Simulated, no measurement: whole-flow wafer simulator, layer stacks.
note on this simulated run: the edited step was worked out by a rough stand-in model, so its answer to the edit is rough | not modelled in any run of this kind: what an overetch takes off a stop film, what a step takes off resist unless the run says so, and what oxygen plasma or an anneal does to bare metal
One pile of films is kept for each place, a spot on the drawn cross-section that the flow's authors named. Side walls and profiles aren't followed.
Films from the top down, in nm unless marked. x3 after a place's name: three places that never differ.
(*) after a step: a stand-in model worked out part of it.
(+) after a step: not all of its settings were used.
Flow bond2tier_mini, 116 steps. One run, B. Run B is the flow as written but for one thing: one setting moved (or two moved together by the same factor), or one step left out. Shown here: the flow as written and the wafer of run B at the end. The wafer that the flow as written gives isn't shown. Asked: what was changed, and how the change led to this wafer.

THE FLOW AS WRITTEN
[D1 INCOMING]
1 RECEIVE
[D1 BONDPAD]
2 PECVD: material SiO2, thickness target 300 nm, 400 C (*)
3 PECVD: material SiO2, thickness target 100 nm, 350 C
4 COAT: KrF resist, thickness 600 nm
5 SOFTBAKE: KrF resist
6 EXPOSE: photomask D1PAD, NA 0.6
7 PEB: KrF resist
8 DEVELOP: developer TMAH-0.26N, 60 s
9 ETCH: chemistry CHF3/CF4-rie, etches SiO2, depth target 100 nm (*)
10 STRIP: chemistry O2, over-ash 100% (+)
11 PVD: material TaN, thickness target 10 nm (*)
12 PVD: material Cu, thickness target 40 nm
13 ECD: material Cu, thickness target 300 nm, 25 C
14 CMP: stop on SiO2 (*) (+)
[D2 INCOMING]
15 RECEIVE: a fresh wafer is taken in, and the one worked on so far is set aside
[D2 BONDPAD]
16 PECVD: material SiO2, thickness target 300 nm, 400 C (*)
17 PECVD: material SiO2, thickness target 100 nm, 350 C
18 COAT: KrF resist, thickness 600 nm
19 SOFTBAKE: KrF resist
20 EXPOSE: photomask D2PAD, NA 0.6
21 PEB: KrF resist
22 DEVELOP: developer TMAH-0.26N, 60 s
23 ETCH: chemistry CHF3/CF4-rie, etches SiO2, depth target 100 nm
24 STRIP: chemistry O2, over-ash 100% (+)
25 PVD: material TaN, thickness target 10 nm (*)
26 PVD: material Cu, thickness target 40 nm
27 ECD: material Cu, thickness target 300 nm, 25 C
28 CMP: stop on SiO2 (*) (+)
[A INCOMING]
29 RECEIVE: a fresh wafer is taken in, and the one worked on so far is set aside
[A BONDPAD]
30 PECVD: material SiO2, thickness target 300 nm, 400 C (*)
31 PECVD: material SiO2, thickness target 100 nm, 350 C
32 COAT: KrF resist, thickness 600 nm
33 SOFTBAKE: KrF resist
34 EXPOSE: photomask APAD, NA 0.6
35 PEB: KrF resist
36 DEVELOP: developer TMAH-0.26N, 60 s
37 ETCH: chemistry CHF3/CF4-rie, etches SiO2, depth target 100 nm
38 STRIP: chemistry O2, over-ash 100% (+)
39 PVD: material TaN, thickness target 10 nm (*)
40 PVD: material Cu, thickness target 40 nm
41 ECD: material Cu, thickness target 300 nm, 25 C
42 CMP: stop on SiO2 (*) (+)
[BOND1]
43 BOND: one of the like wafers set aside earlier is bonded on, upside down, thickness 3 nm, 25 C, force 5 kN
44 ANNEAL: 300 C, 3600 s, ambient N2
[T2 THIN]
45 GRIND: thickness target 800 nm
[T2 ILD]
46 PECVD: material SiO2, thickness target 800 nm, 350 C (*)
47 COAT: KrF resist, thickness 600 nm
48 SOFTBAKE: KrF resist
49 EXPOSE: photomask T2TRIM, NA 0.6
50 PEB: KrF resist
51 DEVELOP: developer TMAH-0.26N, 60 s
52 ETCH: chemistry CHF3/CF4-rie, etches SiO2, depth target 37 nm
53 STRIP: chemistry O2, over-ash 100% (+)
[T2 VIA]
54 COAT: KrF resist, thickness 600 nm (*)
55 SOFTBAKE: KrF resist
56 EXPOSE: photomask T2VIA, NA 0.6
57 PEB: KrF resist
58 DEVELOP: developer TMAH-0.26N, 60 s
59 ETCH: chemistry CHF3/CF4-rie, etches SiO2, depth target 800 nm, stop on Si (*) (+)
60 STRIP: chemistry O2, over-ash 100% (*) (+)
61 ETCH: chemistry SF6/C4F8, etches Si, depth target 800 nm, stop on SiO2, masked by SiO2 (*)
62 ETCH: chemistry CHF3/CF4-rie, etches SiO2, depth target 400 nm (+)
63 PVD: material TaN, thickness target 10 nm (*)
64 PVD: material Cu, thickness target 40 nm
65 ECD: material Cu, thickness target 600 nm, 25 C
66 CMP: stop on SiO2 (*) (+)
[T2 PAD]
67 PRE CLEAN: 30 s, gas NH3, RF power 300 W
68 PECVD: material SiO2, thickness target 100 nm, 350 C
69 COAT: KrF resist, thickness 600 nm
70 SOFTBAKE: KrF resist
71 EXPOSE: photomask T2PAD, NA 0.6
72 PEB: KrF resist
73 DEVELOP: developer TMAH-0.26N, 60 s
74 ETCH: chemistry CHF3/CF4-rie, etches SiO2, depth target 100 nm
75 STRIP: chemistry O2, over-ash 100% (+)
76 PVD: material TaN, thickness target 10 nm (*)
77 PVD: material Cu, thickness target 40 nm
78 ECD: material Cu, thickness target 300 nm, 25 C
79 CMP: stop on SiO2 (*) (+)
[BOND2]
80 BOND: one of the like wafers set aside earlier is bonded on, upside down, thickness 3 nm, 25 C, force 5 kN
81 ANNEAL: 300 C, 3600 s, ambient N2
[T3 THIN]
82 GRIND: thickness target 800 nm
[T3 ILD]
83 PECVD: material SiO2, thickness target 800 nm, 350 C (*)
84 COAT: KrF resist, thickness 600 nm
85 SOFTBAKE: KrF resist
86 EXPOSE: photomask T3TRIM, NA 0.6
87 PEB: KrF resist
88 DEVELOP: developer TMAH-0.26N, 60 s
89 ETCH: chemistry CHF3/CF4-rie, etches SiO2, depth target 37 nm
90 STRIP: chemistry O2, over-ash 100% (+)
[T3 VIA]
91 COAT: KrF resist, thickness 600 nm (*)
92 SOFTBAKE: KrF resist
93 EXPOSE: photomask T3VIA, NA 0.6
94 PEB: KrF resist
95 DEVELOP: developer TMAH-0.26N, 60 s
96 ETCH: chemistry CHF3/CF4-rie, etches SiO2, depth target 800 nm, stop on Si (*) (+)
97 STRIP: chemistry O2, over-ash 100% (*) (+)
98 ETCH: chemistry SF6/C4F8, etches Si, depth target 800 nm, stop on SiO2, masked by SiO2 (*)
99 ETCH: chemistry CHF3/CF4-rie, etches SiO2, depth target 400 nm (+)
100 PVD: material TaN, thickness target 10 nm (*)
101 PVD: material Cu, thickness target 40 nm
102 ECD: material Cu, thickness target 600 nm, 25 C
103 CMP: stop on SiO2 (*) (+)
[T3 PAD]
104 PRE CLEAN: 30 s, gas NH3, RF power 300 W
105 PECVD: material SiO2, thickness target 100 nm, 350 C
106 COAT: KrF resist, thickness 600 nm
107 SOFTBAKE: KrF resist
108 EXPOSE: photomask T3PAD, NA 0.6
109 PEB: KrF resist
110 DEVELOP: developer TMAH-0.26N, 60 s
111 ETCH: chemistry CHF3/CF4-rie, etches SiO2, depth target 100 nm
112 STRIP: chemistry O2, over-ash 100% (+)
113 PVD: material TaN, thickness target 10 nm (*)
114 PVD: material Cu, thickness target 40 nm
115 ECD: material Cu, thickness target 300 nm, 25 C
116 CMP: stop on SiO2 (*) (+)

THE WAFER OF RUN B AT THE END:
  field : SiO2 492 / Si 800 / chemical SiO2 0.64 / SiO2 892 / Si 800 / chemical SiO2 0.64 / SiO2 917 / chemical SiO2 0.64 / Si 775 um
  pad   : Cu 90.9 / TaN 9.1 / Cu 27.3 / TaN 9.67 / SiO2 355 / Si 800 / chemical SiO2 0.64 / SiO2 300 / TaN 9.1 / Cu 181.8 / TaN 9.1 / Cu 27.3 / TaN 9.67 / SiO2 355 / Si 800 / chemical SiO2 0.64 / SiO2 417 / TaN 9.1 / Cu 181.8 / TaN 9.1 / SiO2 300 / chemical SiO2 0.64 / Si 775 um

The cause: step 2, PECVD: thickness target 417 nm was run, where the flow has thickness target 300 nm.
It can be read off the wafer: pad has SiO2 417, and step 2 as written asks for 300 nm.

How the change led to this, step by step:
  2 PECVD: material SiO2, thickness target 300 nm, 400 C (*)
      field, pad, via: SiO2 +417 (new film) (as written it would be: SiO2 +300 (new film))
  43 BOND: one of the like wafers set aside earlier is bonded on, upside down, thickness 3 nm, 25 C, force 5 kN
      field: Si +775 um (new film), chemical SiO2 +0.64 (new film), SiO2 +517 (as written it would be: Si +775 um (new film), chemical SiO2 +0.64 (new film), SiO2 +400)
      pad: Si +775 um (new film), chemical SiO2 +0.64 (new film), SiO2 +417 (new film), TaN +9.1 (new film), Cu +90.9 (as written it would be: Si +775 um (new film), chemical SiO2 +0.64 (new film), SiO2 +300 (new film), TaN +9.1 (new film), Cu +90.9)
      (and at 1 more place)
